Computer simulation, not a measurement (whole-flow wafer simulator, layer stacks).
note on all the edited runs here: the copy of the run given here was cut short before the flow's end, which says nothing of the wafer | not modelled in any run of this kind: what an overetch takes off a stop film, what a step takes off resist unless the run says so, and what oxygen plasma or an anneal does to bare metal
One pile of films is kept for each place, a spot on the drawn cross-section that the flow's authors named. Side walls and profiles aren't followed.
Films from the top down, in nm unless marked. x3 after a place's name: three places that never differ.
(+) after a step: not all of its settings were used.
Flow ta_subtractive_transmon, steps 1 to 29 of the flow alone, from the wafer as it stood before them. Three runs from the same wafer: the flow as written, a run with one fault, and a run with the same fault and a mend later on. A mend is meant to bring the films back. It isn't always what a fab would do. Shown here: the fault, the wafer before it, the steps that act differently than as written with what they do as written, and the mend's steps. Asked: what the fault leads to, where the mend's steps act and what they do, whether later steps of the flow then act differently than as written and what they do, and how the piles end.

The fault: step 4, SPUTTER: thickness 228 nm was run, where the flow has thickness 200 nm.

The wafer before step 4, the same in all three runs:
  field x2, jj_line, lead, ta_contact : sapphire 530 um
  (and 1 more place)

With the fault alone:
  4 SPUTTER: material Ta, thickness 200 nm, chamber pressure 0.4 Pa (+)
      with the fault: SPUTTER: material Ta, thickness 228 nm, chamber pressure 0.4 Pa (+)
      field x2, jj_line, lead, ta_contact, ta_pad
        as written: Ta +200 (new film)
        with the fault: Ta +228 (new film)
  Later steps of the flow that act differently than as written (3 more steps differ only slightly, by at most 2% or 0.5 nm, whichever is larger, and aren't shown):
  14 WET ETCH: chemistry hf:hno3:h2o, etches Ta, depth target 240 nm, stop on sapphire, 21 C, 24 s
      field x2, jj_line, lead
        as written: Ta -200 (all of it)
        with the fault: Ta -228 (all of it)
  At the end the piles differ from the flow's by more than 2% or 0.5 nm, whichever is larger, at ta_contact, ta_pad.
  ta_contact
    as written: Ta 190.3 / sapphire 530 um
    with the fault: Ta 218.3 / sapphire 530 um
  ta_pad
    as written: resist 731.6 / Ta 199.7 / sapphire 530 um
    with the fault: resist 727.7 / Ta 227.7 / sapphire 530 um

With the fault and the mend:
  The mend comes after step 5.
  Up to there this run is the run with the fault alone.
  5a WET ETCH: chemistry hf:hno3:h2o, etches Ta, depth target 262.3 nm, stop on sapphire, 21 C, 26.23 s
      field x2, jj_line, lead, ta_contact, ta_pad
        Ta -228 (all of it)
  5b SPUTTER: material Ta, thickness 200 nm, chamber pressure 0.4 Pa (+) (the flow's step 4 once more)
      field x2, jj_line, lead, ta_contact, ta_pad
        Ta +200 (new film)
  No later step of the flow acts differently than as written at any place that is followed.
  At the end the piles are the same as the flow's at every place that both follow.
